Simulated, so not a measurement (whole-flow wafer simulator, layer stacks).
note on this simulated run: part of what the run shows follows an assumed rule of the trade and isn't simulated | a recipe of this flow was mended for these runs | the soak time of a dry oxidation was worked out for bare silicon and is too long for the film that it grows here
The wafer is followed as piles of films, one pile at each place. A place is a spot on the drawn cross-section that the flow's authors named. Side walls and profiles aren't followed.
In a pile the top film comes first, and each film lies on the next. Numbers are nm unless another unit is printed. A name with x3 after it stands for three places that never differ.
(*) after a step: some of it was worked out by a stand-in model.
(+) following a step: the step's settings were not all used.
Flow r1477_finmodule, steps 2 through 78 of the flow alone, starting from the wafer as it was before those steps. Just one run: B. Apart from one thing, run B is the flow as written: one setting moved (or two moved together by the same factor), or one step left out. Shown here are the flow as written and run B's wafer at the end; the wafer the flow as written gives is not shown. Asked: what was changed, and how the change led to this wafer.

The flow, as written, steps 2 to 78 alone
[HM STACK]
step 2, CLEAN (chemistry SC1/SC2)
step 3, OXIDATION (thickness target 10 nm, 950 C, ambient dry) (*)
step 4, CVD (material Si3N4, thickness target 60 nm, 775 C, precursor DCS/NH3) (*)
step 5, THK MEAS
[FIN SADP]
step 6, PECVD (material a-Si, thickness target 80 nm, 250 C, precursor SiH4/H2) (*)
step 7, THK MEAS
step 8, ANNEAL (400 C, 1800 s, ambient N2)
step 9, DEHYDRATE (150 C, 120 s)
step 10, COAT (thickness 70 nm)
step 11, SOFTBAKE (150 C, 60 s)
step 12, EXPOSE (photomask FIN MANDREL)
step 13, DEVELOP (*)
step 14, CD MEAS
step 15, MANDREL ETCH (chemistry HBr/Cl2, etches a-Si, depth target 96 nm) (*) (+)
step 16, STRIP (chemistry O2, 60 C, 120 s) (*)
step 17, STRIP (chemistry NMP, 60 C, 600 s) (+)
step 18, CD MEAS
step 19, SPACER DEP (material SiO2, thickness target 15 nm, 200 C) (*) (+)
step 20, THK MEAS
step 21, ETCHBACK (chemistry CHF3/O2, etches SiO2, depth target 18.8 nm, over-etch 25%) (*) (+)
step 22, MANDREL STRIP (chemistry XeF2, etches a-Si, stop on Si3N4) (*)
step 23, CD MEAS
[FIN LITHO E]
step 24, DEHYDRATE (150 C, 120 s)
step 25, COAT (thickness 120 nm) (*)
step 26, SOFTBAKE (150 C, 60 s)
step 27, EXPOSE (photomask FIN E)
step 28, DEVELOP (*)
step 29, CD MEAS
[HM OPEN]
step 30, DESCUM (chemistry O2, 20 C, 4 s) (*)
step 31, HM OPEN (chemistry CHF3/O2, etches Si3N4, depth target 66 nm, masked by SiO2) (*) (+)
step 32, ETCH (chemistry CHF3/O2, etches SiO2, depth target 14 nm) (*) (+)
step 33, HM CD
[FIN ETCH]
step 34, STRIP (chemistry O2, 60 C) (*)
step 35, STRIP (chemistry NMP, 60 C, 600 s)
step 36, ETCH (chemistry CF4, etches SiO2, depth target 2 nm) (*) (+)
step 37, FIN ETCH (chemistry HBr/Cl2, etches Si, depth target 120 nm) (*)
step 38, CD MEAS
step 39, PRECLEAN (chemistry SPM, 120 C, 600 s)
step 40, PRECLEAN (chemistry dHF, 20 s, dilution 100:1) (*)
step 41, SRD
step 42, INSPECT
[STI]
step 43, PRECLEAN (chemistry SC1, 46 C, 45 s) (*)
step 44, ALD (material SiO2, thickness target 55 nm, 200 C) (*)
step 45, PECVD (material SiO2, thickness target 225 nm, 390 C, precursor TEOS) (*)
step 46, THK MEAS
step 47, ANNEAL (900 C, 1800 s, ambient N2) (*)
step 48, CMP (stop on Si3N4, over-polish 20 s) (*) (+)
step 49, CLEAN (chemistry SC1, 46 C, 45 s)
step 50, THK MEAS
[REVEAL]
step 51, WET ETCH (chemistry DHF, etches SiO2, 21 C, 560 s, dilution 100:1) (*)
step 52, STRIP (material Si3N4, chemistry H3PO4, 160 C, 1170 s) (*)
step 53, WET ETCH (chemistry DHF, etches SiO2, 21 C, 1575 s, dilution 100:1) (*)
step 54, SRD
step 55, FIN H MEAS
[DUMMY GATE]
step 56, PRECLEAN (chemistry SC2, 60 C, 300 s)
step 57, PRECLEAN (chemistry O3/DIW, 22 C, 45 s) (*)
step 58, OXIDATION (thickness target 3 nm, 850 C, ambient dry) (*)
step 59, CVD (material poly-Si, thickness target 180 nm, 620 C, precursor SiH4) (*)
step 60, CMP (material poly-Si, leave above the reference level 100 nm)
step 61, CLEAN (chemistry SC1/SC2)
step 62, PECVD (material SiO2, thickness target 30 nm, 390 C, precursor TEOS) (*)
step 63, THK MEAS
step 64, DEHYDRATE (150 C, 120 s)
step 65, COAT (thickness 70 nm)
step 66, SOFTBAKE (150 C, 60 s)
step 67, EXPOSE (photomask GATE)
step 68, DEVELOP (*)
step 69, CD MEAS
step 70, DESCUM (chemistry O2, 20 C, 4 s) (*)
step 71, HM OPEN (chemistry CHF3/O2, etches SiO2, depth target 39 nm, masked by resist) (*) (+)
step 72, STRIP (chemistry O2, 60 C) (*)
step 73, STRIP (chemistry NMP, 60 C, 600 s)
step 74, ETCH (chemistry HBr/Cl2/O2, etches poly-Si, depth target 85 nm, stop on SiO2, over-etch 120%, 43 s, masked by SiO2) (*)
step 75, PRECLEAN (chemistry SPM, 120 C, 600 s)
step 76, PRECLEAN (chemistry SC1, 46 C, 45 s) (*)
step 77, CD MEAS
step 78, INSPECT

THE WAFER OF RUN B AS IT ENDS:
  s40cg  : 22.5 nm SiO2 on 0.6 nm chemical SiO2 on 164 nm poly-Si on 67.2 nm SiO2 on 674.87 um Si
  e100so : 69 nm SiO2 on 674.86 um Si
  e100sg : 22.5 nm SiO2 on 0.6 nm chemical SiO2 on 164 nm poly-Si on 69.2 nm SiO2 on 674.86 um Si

What caused this: step 4, CVD: thickness target 42 nm was run, while the flow as written has thickness target 60 nm.

The path from the change to this, step by step:
  step 4, CVD (material Si3N4, thickness target 60 nm, 775 C, precursor DCS/NH3) (*)
      pad, padg, elg x4 and 30 more: Si3N4 gains 42 (new film) (in the flow as written it would be: Si3N4 gains 60 (new film))
  step 31, HM OPEN (chemistry CHF3/O2, etches Si3N4, depth target 66 nm, masked by SiO2) (*) (+)
      pad, padg, esg and 13 more: Si3N4 loses 36.1 (all of it), SiO2 loses 10 (all of it), Si loses 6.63 (in the flow as written it would be: Si3N4 loses 54.1 (all of it), SiO2 loses 5.95)
      s40cg, s45cg, s50cg, s40co, s45co, s50co: Si3N4 loses 42 (all of it), SiO2 loses 10 (all of it), Si loses 4.67 (in the flow as written it would be: Si3N4 loses 60 (all of it), SiO2 loses 3)
  step 32, ETCH (chemistry CHF3/O2, etches SiO2, depth target 14 nm) (*) (+)
      pad, padg: Si loses 2.8 (in the flow as written it would be: SiO2 loses 4.05 (all of it), Si loses 1.99)
      esg, eso: Si loses 2.34 (in the flow as written it would be: SiO2 loses 4.05 (all of it), Si loses 1.99)
      (also at 18 further places)
  step 44, ALD (material SiO2, thickness target 55 nm, 200 C) (*)
      s40sg, s45sg, s50sg, s40so, s45so, s50so: SiO2 gains 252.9 (new film) (in the flow as written it would be: SiO2 gains 263.8 (new film))
      s40cg, s45cg, s40co, s45co: SiO2 gains 250.9 (new film) (in the flow as written it would be: SiO2 gains 263.2 (new film))
      (also at 10 further places)
  step 48, CMP (stop on Si3N4, over-polish 20 s) (*) (+)
      pad, padg: SiO2 loses 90 (in the flow as written it would be: SiO2 loses 79.4)
  step 52, STRIP (material Si3N4, chemistry H3PO4, 160 C, 1170 s) (*)
      elg x4, elo x4: Si3N4 loses 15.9 (all of it), SiO2 loses 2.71 (in the flow as written it would be: Si3N4 loses 33.9 (all of it), SiO2 loses 2.15)
      s40sg_line, s45sg_line, s50sg_line, s40so_line, s45so_line, s50so_line: Si3N4 loses 37.1 (all of it), SiO2 loses 2.05 (in the flow as written it would be: Si3N4 loses 55.1 (all of it), SiO2 loses 1.49)
  step 53, WET ETCH (chemistry DHF, etches SiO2, 21 C, 1575 s, dilution 100:1) (*)
      elg x4, elo x4: SiO2 loses 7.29 (all of it) (in the flow as written it would be: SiO2 loses 7.85 (all of it))
      s40sg_line, s45sg_line, s50sg_line, s40so_line, s45so_line, s50so_line: SiO2 loses 7.95 (all of it) (in the flow as written it would be: SiO2 loses 8.51 (all of it))
  step 59, CVD (material poly-Si, thickness target 180 nm, 620 C, precursor SiH4) (*)
      esg, e40sg, e100sg and 15 more: poly-Si gains 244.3 (new film) (in the flow as written it would be: poly-Si gains 226.3 (new film))
      e200sg, e200so: poly-Si gains 244.3 (new film) (in the flow as written it would be: poly-Si gains 219.2 (new film))
  step 60, CMP (material poly-Si, leave above the reference level 100 nm)
      pad, padg: poly-Si loses 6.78 (in the flow as written it would be: poly-Si loses 24.8)
      e200sg, e200so: poly-Si loses 80 (in the flow as written it would be: poly-Si loses 72.9)
  step 74, ETCH (chemistry HBr/Cl2/O2, etches poly-Si, depth target 85 nm, stop on SiO2, over-etch 120%, 43 s, masked by SiO2) (*)
      eso, e40so, e100so and 7 more: chemical SiO2 loses 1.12 (all of it), poly-Si loses 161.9 (all of it), SiO2 loses 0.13 (in the flow as written it would be: chemical SiO2 loses 1.12 (all of it), poly-Si loses 143.9 (all of it), SiO2 loses 0.22)
      pad: chemical SiO2 loses 1.12 (all of it), poly-Si loses 170.8 (all of it), SiO2 loses 0.08 (in the flow as written it would be: chemical SiO2 loses 1.12 (all of it), poly-Si loses 152.8 (all of it), SiO2 loses 0.17)
